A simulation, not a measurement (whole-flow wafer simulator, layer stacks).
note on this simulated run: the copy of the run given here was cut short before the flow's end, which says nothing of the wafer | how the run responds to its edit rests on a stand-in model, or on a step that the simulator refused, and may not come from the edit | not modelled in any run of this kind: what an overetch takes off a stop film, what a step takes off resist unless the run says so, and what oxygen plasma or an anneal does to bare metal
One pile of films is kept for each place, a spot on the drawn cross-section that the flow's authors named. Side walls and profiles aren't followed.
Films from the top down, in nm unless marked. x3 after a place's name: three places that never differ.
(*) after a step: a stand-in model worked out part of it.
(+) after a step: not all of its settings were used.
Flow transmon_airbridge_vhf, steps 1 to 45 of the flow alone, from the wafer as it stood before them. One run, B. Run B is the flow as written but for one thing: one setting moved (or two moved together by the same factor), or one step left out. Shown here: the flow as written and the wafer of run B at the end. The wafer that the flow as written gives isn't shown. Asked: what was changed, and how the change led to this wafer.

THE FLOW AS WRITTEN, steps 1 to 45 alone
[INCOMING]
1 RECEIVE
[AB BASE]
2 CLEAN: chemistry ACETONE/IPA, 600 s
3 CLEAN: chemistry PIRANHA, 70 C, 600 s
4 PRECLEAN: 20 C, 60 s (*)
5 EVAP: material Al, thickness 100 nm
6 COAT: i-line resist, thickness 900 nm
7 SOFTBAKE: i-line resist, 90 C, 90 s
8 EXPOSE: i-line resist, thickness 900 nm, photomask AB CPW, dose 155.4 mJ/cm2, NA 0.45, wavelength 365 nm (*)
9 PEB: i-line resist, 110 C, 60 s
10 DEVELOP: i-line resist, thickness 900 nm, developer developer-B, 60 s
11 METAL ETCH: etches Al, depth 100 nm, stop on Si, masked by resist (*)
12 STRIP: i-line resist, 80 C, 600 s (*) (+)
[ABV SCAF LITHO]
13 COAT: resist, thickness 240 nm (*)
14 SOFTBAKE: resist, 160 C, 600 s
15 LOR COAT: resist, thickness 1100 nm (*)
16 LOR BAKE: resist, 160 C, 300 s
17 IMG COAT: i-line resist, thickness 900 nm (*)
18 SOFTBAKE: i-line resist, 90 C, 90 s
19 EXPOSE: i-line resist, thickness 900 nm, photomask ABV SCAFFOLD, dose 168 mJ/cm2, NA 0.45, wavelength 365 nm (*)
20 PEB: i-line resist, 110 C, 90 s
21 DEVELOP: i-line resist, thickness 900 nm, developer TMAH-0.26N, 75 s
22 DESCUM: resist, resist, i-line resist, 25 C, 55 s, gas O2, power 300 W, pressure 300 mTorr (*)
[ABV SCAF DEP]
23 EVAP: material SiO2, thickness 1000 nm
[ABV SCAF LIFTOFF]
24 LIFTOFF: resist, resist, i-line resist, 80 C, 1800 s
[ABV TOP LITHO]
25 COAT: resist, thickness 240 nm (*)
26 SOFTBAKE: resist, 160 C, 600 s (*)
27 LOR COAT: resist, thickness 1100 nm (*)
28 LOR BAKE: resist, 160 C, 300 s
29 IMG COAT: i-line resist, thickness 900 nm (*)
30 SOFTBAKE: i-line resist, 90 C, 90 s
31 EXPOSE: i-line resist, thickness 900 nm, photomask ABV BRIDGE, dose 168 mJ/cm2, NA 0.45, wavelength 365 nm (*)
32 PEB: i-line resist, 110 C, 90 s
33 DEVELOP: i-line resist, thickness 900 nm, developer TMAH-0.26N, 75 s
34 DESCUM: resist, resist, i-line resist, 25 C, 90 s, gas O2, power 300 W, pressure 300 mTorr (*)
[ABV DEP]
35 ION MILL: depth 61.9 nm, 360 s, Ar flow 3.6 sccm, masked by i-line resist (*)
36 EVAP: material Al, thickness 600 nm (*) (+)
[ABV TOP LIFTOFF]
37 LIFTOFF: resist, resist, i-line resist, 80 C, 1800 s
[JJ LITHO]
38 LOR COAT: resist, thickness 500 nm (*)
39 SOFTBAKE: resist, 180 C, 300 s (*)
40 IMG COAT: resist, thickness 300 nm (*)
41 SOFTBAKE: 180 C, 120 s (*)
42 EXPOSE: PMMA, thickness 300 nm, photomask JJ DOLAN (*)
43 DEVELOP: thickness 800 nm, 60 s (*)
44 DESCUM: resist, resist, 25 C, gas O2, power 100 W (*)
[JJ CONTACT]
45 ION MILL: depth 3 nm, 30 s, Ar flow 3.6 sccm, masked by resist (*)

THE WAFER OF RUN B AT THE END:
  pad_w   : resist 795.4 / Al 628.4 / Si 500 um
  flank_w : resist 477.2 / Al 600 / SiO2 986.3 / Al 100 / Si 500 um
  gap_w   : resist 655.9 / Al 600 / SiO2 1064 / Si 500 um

The cause: step 23, EVAP: thickness 1100 nm was run, where the flow has thickness 1000 nm.

How the change led to this, step by step:
  23 EVAP: material SiO2, thickness 1000 nm
      field x3, jj_line, ground_far and 10 more: SiO2 +1100 (new film) (as written it would be: SiO2 +1000 (new film))
      flank_w, flank_e: SiO2 +1022.2 (new film) (as written it would be: SiO2 +929.3 (new film))
  24 LIFTOFF: resist, resist, i-line resist, 80 C, 1800 s
      field x3, jj_line, trace_open_s x2: SiO2 -1100 (all of it), i-line resist -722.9 (all of it), resist -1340 (all of it) (as written it would be: SiO2 -1000 (all of it), i-line resist -722.9 (all of it), resist -1340 (all of it))
      pad_w, pad_e: SiO2 -1100 (all of it), i-line resist -718 (all of it), resist -1330.2 (all of it) (as written it would be: SiO2 -1000 (all of it), i-line resist -718 (all of it), resist -1330.2 (all of it))
      (and at 1 more place)
  25 COAT: resist, thickness 240 nm (*)
      flank_w, flank_e: resist +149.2 (new film) (as written it would be: resist +152.6 (new film))
      gap_w, gap_e: resist +206.4 (new film) (as written it would be: resist +210.7 (new film))
      (and at 3 more places)
  27 LOR COAT: resist, thickness 1100 nm (*)
      margin_s, margin_n: resist +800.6 (as written it would be: resist +823.4)
      flank_w: resist +799.2 (as written it would be: resist +822.6)
      (and at 1 more place)
  29 IMG COAT: i-line resist, thickness 900 nm (*)
      gap_w, gap_e: i-line resist +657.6 (new film) (as written it would be: i-line resist +681.7 (new film))
      margin_s, margin_n: i-line resist +571.4 (new film) (as written it would be: i-line resist +603.2 (new film))
      (and at 4 more places)
  32 PEB: i-line resist, 110 C, 90 s
      flank_w, flank_e: i-line resist -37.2 (as written it would be: i-line resist -38.3)
      gap_w, gap_e: i-line resist -33.5 (as written it would be: i-line resist -34.7)
      (and at 4 more places)
  33 DEVELOP: i-line resist, thickness 900 nm, developer TMAH-0.26N, 75 s
      gap_w, gap_e: i-line resist -624.1 (all of it), resist -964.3 (as written it would be: i-line resist -646.9 (all of it), resist -977.8)
      flank_w: i-line resist -691.9 (all of it), resist -799.2 (as written it would be: i-line resist -710.9 (all of it), resist -822.6)
      (and at 3 more places)
  34 DESCUM: resist, resist, i-line resist, 25 C, 90 s, gas O2, power 300 W, pressure 300 mTorr (*)
      flank_w, flank_e: resist -149.2 (all of it) (as written it would be: resist -152.6 (all of it))
      gap_w, gap_e: resist -206.4 (all of it) (as written it would be: resist -210.7 (all of it))
      (and at 1 more place)
  37 LIFTOFF: resist, resist, i-line resist, 80 C, 1800 s
      margin_s, margin_n: Al -600 (all of it), i-line resist -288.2 (all of it), resist -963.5 (all of it) (as written it would be: Al -600 (all of it), i-line resist -318.3 (all of it), resist -992 (all of it))
  38 LOR COAT: resist, thickness 500 nm (*)
      flank_w, flank_e: resist +300.2 (new film) (as written it would be: resist +306.5 (new film))
  40 IMG COAT: resist, thickness 300 nm (*)
      margin_s, margin_n: resist +242.4 (as written it would be: resist +248.7)
      bridge_strip: resist +192.4 (as written it would be: resist +197.1)
